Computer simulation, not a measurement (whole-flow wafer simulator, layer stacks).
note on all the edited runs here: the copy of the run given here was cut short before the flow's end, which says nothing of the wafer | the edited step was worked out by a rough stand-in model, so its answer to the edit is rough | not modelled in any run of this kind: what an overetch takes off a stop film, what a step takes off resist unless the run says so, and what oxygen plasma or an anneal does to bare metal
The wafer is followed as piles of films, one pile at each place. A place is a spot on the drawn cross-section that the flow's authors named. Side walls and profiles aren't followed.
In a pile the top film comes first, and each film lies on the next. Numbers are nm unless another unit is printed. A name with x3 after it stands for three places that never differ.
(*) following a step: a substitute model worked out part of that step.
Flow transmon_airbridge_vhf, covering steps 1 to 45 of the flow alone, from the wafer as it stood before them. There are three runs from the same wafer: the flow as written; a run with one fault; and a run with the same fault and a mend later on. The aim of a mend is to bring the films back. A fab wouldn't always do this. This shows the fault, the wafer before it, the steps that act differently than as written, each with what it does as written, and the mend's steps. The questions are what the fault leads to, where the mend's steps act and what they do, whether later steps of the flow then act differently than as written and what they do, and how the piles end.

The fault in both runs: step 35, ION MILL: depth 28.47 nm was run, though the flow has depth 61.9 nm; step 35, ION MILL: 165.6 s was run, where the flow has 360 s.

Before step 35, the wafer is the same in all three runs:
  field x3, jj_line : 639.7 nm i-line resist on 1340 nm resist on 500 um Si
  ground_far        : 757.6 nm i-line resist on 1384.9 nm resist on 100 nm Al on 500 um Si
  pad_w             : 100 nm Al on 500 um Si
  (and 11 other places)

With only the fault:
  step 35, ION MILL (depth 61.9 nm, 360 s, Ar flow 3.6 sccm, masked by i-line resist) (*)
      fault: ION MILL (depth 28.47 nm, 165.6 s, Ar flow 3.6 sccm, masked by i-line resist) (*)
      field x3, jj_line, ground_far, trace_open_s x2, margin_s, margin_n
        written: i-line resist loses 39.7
        fault: i-line resist loses 18.3
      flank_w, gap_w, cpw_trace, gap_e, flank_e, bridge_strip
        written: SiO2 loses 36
        fault: SiO2 loses 16.5
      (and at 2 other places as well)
  Later steps of the flow acting differently than as written (not shown: 3 more steps that differ only slightly, by at most 2% or 0.5 nm, whichever is larger):
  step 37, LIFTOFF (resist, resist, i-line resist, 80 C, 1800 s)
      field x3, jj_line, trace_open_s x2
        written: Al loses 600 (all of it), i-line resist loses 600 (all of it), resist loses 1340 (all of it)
        fault: Al loses 600 (all of it), i-line resist loses 621.4 (all of it), resist loses 1340 (all of it)
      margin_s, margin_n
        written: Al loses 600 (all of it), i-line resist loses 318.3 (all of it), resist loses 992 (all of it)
        fault: Al loses 600 (all of it), i-line resist loses 339.7 (all of it), resist loses 992 (all of it)
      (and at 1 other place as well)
  By the end, the piles at pad_w, flank_w, flank_e, pad_e depart from the flow's by more than 2% or 0.5 nm, whichever is larger.
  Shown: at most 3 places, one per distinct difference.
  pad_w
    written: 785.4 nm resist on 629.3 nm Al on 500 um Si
    fault: 780 nm resist on 662.9 nm Al on 500 um Si
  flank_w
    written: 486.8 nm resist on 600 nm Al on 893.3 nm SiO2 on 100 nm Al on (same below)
    fault: 486.6 nm resist on 600 nm Al on 912.8 nm SiO2 on 100 nm Al on (same below)

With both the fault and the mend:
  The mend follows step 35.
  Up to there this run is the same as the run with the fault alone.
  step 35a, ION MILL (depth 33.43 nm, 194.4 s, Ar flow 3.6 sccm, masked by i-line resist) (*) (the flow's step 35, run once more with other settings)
      field x3, jj_line, ground_far, trace_open_s x2, margin_s, margin_n
        i-line resist loses 21.5
      flank_w, gap_w, cpw_trace, gap_e, flank_e, bridge_strip
        SiO2 loses 19.4
      pad_w, pad_e
        Al loses 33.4
  Later steps of the flow that are run all act as written at every place that is followed.
  At every place that both follow, the piles at the end match the flow's.
